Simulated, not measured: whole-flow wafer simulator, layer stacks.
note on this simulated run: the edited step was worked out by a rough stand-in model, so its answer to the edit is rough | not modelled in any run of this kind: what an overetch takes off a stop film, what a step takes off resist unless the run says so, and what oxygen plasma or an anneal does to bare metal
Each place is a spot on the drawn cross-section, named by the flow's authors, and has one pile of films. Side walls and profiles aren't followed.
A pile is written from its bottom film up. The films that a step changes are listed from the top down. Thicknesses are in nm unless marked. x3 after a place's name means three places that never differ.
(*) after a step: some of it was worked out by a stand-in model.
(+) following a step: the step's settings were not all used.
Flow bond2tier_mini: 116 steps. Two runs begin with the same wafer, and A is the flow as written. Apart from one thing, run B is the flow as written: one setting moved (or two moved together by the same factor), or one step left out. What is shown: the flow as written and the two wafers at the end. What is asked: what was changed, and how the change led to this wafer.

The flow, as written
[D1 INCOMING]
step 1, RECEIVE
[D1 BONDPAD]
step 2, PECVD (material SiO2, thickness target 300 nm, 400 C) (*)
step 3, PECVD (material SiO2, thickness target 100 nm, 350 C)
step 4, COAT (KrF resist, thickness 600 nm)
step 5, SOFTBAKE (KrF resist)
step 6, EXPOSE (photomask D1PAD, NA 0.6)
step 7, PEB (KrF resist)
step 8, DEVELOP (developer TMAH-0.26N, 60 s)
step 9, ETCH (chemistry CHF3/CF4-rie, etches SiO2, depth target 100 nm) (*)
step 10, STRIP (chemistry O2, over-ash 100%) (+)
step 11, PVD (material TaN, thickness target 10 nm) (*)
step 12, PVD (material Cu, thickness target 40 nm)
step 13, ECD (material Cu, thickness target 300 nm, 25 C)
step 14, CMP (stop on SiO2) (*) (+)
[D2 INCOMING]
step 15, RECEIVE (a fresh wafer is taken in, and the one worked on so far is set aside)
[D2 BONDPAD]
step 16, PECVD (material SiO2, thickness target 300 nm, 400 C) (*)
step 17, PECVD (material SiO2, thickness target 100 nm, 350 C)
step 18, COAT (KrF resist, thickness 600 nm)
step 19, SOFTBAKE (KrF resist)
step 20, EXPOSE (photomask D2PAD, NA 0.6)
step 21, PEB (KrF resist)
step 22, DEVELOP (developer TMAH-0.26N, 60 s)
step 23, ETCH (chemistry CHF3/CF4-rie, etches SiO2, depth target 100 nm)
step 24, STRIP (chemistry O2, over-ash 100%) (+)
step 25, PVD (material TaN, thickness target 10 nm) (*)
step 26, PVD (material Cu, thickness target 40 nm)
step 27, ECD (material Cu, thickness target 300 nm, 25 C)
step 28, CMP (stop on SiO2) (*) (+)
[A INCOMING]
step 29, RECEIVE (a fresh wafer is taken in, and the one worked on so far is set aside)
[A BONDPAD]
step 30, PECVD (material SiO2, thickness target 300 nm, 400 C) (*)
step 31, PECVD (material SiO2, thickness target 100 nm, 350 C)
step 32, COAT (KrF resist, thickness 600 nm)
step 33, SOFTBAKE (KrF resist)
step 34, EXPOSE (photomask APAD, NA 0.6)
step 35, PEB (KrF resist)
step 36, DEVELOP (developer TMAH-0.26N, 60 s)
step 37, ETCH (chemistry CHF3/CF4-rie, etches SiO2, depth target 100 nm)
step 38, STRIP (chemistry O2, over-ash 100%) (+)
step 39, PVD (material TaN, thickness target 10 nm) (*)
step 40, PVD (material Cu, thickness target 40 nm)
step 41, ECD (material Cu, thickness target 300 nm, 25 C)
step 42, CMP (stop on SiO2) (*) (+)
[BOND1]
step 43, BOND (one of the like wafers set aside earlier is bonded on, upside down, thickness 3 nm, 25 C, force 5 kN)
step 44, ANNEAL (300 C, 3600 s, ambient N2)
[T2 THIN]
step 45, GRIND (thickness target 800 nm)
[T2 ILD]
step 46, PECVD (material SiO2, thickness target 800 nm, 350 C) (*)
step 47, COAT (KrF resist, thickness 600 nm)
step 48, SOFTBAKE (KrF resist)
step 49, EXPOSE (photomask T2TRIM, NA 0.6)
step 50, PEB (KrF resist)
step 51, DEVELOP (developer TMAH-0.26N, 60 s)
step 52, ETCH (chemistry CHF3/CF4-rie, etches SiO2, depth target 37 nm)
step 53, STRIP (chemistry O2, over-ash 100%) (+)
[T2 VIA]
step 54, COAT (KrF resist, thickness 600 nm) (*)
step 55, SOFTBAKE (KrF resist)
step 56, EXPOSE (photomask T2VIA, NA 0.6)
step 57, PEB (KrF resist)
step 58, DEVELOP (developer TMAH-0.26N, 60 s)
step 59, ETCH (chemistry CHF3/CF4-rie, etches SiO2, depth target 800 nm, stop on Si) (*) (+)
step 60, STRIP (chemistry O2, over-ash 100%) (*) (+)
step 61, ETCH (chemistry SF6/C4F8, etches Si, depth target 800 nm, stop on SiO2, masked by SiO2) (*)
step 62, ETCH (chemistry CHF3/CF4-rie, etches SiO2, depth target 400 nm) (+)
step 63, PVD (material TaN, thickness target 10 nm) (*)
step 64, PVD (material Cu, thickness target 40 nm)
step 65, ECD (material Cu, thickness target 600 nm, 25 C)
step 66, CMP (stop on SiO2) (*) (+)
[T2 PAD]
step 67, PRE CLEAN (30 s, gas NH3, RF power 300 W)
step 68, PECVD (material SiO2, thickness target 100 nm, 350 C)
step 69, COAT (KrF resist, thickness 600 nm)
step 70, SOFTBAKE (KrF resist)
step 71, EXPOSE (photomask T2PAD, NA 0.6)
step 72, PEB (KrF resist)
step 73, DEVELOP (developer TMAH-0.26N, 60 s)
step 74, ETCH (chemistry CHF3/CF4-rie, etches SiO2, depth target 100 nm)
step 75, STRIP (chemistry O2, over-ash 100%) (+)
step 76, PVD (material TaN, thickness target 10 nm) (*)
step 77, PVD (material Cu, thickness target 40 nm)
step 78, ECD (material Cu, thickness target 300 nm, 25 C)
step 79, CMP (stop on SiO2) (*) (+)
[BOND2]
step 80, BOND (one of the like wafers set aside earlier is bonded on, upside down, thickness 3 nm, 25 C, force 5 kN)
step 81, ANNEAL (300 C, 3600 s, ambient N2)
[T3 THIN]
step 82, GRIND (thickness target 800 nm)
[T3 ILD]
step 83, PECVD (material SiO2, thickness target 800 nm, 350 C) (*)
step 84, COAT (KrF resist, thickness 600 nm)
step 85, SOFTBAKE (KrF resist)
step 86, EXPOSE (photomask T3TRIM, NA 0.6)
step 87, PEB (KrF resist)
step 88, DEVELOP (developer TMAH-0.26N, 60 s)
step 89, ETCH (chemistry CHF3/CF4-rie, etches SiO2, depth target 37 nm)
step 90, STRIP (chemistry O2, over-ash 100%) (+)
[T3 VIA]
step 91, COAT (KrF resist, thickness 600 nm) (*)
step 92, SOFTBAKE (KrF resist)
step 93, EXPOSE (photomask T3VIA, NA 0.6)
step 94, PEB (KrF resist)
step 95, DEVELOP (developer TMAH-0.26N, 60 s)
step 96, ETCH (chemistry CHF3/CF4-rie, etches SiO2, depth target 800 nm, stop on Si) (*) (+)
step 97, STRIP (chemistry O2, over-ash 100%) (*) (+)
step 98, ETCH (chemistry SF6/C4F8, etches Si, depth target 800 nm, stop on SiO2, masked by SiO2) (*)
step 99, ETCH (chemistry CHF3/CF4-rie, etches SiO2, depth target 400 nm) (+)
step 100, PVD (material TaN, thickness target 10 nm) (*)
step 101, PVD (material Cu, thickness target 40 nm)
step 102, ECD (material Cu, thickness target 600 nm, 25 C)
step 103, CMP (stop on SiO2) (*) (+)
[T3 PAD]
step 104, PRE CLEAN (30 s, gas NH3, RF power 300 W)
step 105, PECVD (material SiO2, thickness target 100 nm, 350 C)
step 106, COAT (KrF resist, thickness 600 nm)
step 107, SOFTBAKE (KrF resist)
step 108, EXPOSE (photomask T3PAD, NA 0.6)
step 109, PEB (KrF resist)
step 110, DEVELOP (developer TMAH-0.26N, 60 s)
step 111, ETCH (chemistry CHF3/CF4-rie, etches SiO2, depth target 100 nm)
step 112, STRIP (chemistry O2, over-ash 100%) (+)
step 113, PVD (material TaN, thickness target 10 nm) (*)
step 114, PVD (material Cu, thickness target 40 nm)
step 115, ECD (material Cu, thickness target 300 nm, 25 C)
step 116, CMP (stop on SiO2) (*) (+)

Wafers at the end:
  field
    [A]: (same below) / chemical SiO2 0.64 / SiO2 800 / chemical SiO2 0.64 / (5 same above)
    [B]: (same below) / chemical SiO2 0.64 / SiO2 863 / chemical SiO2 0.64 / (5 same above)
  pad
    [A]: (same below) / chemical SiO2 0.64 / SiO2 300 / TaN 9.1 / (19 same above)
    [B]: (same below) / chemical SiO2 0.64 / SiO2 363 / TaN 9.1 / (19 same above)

The reason: step 30, PECVD: thickness target 363 nm was run, whereas the flow has thickness target 300 nm.
The wafer lets one read it off: pad has SiO2 363, and step 30 as written asks for 300 nm.

The path from the change to this, step by step:
  step 30, PECVD (material SiO2, thickness target 300 nm, 400 C) (*)
      field, pad, via: A +300 SiO2 (new film) | B +363 SiO2 (new film)
